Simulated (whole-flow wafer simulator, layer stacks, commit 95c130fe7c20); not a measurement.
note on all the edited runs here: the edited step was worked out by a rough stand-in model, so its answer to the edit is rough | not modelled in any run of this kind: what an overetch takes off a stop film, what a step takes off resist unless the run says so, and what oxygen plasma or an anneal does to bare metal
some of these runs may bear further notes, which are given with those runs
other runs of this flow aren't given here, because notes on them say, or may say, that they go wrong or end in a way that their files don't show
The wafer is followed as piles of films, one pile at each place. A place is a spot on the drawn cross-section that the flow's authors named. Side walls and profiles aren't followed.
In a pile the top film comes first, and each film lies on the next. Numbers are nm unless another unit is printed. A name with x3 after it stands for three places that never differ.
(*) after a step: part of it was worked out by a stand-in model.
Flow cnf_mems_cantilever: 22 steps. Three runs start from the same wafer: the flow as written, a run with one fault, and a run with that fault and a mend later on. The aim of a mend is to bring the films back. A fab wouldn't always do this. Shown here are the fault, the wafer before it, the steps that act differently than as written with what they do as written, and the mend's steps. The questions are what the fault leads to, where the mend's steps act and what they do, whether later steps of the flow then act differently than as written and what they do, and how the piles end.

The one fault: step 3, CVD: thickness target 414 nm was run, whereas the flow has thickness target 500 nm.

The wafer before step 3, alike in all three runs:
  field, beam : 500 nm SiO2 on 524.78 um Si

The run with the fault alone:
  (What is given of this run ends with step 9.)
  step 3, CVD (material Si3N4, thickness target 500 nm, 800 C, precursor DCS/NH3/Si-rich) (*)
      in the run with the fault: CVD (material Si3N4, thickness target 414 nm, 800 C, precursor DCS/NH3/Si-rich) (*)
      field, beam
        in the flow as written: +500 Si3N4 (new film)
        in the run with the fault: +414 Si3N4 (new film)
  Every later step of the flow up to step 9 that is run acts as written at every place that is followed.
  Once step 9 is done, the piles at field, beam depart from the flow's by more than 2% or 0.5 nm, whichever is larger.
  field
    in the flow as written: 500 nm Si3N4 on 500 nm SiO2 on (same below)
    in the run with the fault: 414 nm Si3N4 on 500 nm SiO2 on (same below)
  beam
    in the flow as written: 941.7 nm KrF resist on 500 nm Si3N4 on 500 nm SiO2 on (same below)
    in the run with the fault: 941.7 nm KrF resist on 414 nm Si3N4 on 500 nm SiO2 on (same below)

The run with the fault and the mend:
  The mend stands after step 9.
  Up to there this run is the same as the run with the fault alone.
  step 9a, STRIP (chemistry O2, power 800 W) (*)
      beam
        -941.7 KrF resist (all of it)
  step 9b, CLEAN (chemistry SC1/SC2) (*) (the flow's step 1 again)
      alters no film at any place that is followed
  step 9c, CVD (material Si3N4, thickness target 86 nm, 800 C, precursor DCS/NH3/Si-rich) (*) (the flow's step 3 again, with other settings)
      field, beam
        +86 Si3N4
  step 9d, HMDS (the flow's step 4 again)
      alters no film at any place that is followed
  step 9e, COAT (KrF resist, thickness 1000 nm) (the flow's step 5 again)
      field, beam
        +1000 KrF resist (new film)
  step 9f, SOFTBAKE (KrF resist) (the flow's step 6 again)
      alters no film at any place that is followed
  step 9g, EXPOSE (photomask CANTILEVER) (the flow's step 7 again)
      alters no film at any place that is followed
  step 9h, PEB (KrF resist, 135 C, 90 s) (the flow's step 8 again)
      field, beam
        -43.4 KrF resist
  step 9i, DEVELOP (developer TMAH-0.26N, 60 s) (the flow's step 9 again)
      field
        -956.6 KrF resist (all of it)
      beam
        -14.9 KrF resist
  Every later step of the flow that is run acts as written at every place that is followed.
  At every place that both follow, the piles at the end match the flow's.
